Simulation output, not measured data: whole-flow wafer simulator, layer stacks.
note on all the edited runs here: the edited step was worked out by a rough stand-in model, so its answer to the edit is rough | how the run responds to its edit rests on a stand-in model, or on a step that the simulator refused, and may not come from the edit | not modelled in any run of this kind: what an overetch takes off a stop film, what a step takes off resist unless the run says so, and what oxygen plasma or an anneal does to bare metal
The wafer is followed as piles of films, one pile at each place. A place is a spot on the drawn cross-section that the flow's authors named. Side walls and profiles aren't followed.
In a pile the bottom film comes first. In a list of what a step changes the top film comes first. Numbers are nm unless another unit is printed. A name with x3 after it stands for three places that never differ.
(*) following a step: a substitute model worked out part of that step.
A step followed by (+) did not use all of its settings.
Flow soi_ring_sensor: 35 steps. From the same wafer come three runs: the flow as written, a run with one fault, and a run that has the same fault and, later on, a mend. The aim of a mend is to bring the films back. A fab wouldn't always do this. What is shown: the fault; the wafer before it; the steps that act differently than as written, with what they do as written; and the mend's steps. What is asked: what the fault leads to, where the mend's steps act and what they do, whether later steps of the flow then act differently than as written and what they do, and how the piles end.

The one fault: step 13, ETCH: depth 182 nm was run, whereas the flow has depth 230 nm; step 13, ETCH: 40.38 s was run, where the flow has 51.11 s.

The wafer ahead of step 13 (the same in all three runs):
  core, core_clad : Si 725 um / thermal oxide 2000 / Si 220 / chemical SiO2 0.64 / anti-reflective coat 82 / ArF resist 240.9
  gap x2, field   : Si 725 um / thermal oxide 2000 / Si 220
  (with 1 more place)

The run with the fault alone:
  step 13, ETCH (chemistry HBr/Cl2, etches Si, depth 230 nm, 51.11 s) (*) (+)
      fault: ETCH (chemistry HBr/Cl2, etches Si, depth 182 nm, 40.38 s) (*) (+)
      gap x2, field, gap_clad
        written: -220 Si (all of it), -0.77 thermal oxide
        fault: -182 Si
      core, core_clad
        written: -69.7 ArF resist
        fault: -55.1 ArF resist
  Steps later in the flow that act otherwise than as written:
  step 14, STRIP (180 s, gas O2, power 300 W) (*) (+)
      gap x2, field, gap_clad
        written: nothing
        fault: +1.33 chemical SiO2 (new film), -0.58 Si
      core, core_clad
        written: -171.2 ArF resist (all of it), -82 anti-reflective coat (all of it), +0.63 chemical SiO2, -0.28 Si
        fault: -185.8 ArF resist (all of it), -82 anti-reflective coat (all of it), +0.62 chemical SiO2, -0.27 Si
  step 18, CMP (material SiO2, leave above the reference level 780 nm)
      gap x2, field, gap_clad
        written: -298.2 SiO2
        fault: -337.8 SiO2
  At field, the piles at the end differ from the flow's by more than 2% or 0.5 nm, whichever is larger.
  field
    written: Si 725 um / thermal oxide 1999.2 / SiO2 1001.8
    fault: Si 725 um / thermal oxide 2000 / Si 37.4 / chemical SiO2 1.33 / SiO2 962.2

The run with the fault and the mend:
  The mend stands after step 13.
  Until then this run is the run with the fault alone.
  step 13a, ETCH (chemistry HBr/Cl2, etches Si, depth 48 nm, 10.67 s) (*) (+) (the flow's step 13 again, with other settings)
      gap x2, field, gap_clad
        -38 Si (all of it), -0.77 thermal oxide
      core, core_clad
        -14.5 ArF resist
  Every later step of the flow that is run acts as written, at every place that is followed, to within 2% or 0.5 nm, whichever is larger.
  By the end, the piles equal the flow's at every place that both follow.
